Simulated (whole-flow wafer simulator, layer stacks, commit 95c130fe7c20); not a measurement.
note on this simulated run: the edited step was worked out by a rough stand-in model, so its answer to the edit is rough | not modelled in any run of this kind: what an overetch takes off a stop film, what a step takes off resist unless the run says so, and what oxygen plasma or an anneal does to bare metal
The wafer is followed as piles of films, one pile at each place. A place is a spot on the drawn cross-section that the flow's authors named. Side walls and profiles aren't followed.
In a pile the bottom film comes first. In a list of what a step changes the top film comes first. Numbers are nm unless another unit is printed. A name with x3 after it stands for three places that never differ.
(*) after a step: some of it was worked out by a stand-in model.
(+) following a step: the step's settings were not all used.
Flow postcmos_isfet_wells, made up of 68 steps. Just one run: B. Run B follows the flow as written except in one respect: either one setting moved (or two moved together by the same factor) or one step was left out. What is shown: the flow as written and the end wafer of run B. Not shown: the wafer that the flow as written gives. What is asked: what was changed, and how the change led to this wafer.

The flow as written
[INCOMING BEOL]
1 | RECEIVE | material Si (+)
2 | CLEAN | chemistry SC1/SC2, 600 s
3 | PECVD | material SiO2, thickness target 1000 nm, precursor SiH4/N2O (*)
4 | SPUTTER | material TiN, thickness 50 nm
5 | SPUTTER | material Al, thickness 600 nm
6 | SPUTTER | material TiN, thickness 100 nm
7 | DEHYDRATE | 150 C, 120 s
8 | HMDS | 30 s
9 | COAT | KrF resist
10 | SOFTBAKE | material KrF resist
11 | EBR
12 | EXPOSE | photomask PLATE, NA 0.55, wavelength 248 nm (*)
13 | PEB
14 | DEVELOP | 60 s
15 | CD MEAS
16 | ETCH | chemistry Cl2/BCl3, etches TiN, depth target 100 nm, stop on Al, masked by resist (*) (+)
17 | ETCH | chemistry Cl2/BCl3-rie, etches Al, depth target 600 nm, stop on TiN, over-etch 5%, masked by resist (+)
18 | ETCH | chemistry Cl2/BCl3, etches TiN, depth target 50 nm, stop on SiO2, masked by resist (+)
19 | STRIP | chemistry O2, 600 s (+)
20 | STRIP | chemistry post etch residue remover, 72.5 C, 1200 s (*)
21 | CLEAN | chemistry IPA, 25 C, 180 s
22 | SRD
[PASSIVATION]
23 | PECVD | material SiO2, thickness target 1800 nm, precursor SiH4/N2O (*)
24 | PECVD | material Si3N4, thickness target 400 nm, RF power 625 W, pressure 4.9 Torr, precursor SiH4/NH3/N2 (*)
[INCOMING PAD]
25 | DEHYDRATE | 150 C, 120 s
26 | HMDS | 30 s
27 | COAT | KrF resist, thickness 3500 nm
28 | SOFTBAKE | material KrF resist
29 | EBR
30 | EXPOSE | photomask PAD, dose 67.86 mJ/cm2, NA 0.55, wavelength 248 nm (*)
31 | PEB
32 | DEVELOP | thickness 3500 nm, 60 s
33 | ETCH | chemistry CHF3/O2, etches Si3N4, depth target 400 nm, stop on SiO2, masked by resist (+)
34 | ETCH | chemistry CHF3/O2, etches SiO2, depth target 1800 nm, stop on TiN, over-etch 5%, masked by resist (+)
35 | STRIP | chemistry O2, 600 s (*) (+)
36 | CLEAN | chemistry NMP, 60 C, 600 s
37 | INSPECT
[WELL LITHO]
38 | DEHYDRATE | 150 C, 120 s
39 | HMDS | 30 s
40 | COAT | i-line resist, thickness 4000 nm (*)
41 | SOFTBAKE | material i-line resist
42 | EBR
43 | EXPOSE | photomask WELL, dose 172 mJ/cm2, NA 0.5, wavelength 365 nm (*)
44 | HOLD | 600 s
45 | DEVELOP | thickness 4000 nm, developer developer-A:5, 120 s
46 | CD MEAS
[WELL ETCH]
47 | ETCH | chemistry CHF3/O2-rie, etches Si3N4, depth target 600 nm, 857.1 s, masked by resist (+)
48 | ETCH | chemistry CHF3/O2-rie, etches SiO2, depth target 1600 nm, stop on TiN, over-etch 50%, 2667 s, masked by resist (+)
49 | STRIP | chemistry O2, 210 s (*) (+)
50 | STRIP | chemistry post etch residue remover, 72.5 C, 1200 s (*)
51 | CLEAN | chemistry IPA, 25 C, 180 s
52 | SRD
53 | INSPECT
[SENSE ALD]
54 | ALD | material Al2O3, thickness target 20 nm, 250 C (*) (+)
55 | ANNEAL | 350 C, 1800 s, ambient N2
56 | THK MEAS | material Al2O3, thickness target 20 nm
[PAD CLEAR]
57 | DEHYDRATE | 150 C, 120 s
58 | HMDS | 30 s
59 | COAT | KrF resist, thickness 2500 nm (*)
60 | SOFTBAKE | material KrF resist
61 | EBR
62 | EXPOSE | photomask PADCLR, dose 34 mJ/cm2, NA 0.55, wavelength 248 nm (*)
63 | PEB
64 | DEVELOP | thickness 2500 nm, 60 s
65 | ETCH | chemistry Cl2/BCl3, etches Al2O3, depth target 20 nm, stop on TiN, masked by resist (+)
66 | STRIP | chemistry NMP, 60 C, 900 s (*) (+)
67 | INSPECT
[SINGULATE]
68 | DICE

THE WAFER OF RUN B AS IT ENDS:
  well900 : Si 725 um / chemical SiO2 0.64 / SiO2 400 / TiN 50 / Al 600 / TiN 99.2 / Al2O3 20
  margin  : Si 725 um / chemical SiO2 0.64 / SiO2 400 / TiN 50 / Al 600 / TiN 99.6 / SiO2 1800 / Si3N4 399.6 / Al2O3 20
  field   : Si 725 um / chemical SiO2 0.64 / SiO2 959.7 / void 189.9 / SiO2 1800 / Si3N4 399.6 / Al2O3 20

The reason: step 3, PECVD: thickness target 400 nm was run, whereas the flow has thickness target 1000 nm.
One can read it off the wafer: well900 has SiO2 400, and step 3 as written asks for 1000 nm.

The path from the change to this, step by step:
  3 | PECVD | material SiO2, thickness target 1000 nm, precursor SiH4/N2O (*)
      field, margin, well900, well1300 x3, pad_rim, pad_clr, pad_open: SiO2 gains 400 (new film) (in the flow as written it would be: SiO2 gains 1000 (new film))
